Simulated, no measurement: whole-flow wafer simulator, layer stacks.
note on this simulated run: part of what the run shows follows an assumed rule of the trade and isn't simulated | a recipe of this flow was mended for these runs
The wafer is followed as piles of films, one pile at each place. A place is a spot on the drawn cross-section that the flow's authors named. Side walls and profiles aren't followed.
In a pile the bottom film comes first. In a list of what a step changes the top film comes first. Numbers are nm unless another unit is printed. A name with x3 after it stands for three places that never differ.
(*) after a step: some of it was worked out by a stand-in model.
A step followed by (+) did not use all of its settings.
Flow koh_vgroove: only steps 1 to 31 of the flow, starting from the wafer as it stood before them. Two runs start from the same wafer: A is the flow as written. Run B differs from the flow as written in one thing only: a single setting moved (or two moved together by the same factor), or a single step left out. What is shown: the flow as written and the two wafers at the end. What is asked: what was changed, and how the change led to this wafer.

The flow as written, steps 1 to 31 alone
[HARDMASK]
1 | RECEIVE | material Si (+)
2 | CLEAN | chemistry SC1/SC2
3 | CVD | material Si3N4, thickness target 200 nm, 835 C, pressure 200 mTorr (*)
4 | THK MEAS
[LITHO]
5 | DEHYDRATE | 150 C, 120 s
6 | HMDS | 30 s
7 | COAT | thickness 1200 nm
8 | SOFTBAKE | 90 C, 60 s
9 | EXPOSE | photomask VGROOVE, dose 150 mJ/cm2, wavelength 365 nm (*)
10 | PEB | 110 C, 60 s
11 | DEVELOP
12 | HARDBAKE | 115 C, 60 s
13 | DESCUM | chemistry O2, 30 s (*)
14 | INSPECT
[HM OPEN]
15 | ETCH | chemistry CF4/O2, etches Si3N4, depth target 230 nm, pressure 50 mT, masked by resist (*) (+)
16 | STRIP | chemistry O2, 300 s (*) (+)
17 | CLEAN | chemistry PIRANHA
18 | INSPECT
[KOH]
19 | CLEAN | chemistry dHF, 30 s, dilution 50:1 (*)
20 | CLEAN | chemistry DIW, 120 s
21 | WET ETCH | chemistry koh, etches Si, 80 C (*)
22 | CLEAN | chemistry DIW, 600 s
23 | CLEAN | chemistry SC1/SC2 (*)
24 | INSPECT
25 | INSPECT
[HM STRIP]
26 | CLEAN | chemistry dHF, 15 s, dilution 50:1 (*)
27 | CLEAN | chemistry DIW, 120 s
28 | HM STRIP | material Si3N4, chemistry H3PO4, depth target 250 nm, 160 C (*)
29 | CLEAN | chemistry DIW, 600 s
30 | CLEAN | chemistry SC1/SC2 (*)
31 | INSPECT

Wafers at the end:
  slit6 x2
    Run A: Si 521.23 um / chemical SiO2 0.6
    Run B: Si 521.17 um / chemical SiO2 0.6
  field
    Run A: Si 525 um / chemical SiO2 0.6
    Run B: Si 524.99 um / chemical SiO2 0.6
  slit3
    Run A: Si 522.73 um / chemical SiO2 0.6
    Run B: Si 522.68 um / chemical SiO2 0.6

Cause: step 3, CVD: thickness target 142 nm was run, while the flow as written has thickness target 200 nm.

How this came from the change, step by step:
  3 | CVD | material Si3N4, thickness target 200 nm, 835 C, pressure 200 mTorr (*)
      field, slit3, slit2, slit6 x2: A +200 Si3N4 (new film) | B +142 Si3N4 (new film)
  15 | ETCH | chemistry CF4/O2, etches Si3N4, depth target 230 nm, pressure 50 mT, masked by resist (*) (+)
      slit3, slit2, slit6 x2: A -200 Si3N4 (all of it), -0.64 chemical SiO2 (all of it), -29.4 Si | B -142 Si3N4 (all of it), -0.64 chemical SiO2 (all of it), -87.4 Si
  28 | HM STRIP | material Si3N4, chemistry H3PO4, depth target 250 nm, 160 C (*)
      field: A -198.7 Si3N4 (all of it), -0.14 chemical SiO2, -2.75 Si | B -140.7 Si3N4 (all of it), -0.14 chemical SiO2, -5.65 Si
